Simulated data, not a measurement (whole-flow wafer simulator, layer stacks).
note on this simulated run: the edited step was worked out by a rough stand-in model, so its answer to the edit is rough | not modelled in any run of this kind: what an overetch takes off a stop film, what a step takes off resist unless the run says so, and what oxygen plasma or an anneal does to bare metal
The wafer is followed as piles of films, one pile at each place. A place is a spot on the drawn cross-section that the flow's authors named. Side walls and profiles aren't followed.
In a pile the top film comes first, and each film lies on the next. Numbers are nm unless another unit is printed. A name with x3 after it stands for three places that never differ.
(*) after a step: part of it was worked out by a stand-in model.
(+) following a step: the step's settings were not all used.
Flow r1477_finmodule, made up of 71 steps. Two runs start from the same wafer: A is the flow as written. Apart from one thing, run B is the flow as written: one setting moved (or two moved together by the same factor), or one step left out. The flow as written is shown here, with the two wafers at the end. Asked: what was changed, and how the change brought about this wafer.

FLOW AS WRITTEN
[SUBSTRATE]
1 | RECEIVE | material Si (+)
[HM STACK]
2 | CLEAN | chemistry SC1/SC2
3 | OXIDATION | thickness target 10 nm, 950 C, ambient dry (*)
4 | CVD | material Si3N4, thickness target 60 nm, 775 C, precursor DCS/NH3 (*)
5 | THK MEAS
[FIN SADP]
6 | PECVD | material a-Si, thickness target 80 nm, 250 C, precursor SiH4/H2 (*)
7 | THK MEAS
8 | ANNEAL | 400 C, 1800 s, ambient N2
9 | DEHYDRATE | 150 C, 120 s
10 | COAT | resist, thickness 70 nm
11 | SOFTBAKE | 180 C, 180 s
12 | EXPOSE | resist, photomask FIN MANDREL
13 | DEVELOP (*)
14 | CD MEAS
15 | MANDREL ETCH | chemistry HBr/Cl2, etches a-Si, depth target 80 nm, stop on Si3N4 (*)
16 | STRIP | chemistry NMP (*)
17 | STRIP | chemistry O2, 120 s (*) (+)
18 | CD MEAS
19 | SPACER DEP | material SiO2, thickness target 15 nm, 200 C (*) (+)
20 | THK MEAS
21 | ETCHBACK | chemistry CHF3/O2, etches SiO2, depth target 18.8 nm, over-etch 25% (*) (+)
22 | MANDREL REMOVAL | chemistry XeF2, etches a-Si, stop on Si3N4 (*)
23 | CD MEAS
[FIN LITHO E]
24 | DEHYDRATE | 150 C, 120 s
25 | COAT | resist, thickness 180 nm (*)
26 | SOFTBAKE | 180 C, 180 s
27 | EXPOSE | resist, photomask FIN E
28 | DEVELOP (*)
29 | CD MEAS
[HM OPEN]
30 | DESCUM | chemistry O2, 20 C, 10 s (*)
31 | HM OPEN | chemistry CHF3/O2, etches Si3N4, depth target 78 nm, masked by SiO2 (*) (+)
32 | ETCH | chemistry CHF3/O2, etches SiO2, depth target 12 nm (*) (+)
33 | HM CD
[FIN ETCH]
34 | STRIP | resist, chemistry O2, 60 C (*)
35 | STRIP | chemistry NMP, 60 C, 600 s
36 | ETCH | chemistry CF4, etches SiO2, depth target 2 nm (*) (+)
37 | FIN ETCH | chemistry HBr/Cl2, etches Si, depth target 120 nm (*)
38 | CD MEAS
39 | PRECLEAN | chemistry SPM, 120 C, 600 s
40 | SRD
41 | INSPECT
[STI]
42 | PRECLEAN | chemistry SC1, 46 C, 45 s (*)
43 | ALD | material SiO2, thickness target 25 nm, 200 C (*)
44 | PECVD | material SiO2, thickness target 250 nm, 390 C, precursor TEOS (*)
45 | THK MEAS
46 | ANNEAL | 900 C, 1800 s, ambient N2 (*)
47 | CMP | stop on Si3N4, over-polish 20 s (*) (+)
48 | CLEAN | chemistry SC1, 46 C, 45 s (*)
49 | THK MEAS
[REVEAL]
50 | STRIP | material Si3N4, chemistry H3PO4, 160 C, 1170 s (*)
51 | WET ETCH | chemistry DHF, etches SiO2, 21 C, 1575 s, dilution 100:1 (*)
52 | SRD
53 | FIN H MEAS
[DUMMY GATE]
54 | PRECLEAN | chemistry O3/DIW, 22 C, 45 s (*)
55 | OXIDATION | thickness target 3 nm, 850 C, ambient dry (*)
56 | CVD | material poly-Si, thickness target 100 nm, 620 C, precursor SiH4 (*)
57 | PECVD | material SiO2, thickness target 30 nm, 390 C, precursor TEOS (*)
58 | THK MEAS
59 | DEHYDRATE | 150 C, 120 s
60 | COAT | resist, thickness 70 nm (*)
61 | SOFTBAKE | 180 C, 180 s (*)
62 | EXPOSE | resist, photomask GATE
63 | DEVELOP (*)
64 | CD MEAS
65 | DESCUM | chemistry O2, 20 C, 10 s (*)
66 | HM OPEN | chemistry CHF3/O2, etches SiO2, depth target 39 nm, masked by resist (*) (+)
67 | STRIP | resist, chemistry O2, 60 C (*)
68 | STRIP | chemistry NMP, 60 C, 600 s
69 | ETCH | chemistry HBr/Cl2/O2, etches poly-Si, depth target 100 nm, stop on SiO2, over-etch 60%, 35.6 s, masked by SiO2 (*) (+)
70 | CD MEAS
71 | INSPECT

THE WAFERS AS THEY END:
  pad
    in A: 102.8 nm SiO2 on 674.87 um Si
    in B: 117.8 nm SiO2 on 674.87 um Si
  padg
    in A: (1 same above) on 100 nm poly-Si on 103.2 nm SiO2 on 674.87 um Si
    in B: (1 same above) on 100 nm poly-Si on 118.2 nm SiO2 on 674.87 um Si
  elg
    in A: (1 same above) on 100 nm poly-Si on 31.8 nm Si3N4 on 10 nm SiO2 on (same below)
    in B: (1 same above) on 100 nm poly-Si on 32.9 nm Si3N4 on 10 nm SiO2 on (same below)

The reason: step 51, WET ETCH: 1299 s was run, whereas the flow has 1575 s.

Step by step, how the change led to this:
  51 | WET ETCH | chemistry DHF, etches SiO2, 21 C, 1575 s, dilution 100:1 (*)
      pad, padg, e40sg and 12 more: A SiO2 loses 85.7 | B SiO2 loses 70.7
      elg, e40lg, e100lg, e200lg, elo, e40lo, e100lo, e200lo: A SiO2 loses 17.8 (all of it), Si3N4 loses 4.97 | B SiO2 loses 17.8 (all of it), Si3N4 loses 3.84
      (and at 7 other places as well)
  56 | CVD | material poly-Si, thickness target 100 nm, 620 C, precursor SiH4 (*)
      s40cg, s40co: A poly-Si gains 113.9 (new film) | B poly-Si gains 100.1 (new film)
      s45cg, s45co: A poly-Si gains 113.4 (new film) | B poly-Si gains 100 (new film)
      (and at 3 other places as well)
  60 | COAT | resist, thickness 70 nm (*)
      e40sg, eso, e40so: A resist gains 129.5 (new film) | B resist gains 116.3 (new film)
      e100sg, e100so: A resist gains 129.4 (new film) | B resist gains 116.3 (new film)
      (and at 8 other places as well)
  63 | DEVELOP (*)
      eso, e40so: A resist loses 129.5 (all of it) | B resist loses 116.3 (all of it)
      e100so: A resist loses 129.4 (all of it) | B resist loses 116.3 (all of it)
      (and at 4 other places as well)
  67 | STRIP | resist, chemistry O2, 60 C (*)
      e40lg, e100lg, e200lg: A resist loses 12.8 (all of it) | B resist loses 13.5 (all of it)
      e40sg: A resist loses 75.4 (all of it) | B resist loses 62.2 (all of it)
      (and at 6 other places as well)
  69 | ETCH | chemistry HBr/Cl2/O2, etches poly-Si, depth target 100 nm, stop on SiO2, over-etch 60%, 35.6 s, masked by SiO2 (*) (+)
      s40co: A chemical SiO2 loses 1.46 (all of it), poly-Si loses 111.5 (all of it), SiO2 loses 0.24 | B chemical SiO2 loses 1.39 (all of it), poly-Si loses 97.7 (all of it), SiO2 loses 0.42
      s45co: A chemical SiO2 loses 1.46 (all of it), poly-Si loses 110.9 (all of it), SiO2 loses 0.25 | B chemical SiO2 loses 1.39 (all of it), poly-Si loses 97.6 (all of it), SiO2 loses 0.42
      (and at 1 other place as well)
